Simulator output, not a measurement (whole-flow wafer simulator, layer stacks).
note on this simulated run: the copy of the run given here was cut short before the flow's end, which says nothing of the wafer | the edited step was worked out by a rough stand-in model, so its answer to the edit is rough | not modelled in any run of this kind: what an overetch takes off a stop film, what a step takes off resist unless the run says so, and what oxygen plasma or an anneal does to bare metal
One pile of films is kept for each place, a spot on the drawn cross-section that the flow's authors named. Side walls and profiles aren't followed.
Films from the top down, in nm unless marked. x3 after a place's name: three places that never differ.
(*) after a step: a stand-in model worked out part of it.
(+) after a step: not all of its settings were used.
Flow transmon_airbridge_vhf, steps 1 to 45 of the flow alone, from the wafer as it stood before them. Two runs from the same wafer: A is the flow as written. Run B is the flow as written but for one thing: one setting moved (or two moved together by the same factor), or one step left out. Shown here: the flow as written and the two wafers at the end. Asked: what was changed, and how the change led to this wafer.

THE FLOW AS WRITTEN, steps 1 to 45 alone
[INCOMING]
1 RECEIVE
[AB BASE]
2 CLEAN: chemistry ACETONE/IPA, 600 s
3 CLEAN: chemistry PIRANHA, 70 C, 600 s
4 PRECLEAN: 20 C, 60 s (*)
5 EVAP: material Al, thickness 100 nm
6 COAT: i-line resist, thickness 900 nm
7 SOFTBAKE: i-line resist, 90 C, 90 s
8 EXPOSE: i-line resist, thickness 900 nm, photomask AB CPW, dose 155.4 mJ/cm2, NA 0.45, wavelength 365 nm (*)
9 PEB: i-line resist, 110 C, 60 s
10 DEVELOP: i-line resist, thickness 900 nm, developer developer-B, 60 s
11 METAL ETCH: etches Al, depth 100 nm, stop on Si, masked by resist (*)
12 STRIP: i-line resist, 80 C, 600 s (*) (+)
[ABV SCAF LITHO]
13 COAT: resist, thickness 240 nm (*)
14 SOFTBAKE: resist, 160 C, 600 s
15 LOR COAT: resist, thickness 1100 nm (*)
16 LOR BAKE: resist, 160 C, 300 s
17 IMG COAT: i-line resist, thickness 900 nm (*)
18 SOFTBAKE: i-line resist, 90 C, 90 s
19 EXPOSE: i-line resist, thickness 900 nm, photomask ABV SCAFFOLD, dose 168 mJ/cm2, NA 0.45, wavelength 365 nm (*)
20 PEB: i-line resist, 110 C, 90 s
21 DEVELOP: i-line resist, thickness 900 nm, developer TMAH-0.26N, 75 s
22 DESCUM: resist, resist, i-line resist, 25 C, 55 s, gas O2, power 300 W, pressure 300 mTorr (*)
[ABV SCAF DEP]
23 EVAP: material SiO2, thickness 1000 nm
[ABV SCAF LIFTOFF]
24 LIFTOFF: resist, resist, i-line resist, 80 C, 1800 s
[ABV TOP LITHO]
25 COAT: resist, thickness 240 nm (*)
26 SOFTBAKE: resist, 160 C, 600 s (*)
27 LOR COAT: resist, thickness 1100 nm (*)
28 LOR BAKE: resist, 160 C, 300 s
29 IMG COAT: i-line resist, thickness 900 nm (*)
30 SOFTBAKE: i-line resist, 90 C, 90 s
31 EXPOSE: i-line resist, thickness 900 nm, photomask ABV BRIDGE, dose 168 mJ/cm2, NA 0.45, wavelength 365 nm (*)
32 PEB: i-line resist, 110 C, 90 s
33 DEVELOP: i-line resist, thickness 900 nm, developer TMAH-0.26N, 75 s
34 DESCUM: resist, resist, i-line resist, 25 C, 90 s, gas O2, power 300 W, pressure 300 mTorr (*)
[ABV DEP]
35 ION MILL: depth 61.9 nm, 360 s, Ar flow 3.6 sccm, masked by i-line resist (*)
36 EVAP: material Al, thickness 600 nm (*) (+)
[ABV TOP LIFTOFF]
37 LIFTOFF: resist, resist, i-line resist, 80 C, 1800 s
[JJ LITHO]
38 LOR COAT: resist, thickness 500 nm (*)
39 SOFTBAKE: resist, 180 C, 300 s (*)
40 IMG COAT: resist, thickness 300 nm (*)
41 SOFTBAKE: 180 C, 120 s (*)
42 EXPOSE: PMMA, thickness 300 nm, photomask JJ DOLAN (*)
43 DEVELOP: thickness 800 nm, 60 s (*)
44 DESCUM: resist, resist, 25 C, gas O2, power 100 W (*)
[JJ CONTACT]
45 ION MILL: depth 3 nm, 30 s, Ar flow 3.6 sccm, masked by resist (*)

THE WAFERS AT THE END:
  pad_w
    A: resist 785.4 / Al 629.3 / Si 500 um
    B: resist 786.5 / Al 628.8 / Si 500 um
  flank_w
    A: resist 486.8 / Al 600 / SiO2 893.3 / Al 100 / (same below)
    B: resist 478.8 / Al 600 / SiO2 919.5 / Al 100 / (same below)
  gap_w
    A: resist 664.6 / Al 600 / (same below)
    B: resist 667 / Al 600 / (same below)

The cause: step 15, LOR COAT: thickness 550 nm was run, where the flow has thickness 1100 nm.

How the change led to this, step by step:
  15 LOR COAT: resist, thickness 1100 nm (*)
      field x3, jj_line, trace_open_s x2, margin_s, bridge_strip, margin_n: A resist +1100 | B resist +550
      pad_w, pad_e: A resist +1090.9 | B resist +544.2
      (and at 6 more places)
  21 DEVELOP: i-line resist, thickness 900 nm, developer TMAH-0.26N, 75 s
      margin_s, bridge_strip, margin_n: A i-line resist -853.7 (all of it), resist -1100 | B i-line resist -853.7 (all of it), resist -550
      flank_w, flank_e: A i-line resist -860.9 (all of it), resist -1086.4 | B i-line resist -858.1 (all of it), resist -539
      (and at 3 more places)
  23 EVAP: material SiO2, thickness 1000 nm
      flank_w, flank_e: A SiO2 +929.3 (new film) | B SiO2 +955.5 (new film)
  24 LIFTOFF: resist, resist, i-line resist, 80 C, 1800 s
      field x3, jj_line, trace_open_s x2: A SiO2 -1000 (all of it), i-line resist -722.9 (all of it), resist -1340 (all of it) | B SiO2 -1000 (all of it), i-line resist -722.9 (all of it), resist -790 (all of it)
      pad_w, pad_e: A SiO2 -1000 (all of it), i-line resist -718 (all of it), resist -1330.2 (all of it) | B SiO2 -1000 (all of it), i-line resist -715.6 (all of it), resist -783.5 (all of it)
      (and at 1 more place)
  25 COAT: resist, thickness 240 nm (*)
      flank_w, flank_e: A resist +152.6 (new film) | B resist +148.1 (new film)
  34 DESCUM: resist, resist, i-line resist, 25 C, 90 s, gas O2, power 300 W, pressure 300 mTorr (*)
      flank_w, flank_e: A resist -152.6 (all of it) | B resist -148.1 (all of it)
  40 IMG COAT: resist, thickness 300 nm (*)
      flank_w, flank_e: A resist +212.1 | B resist +206.4
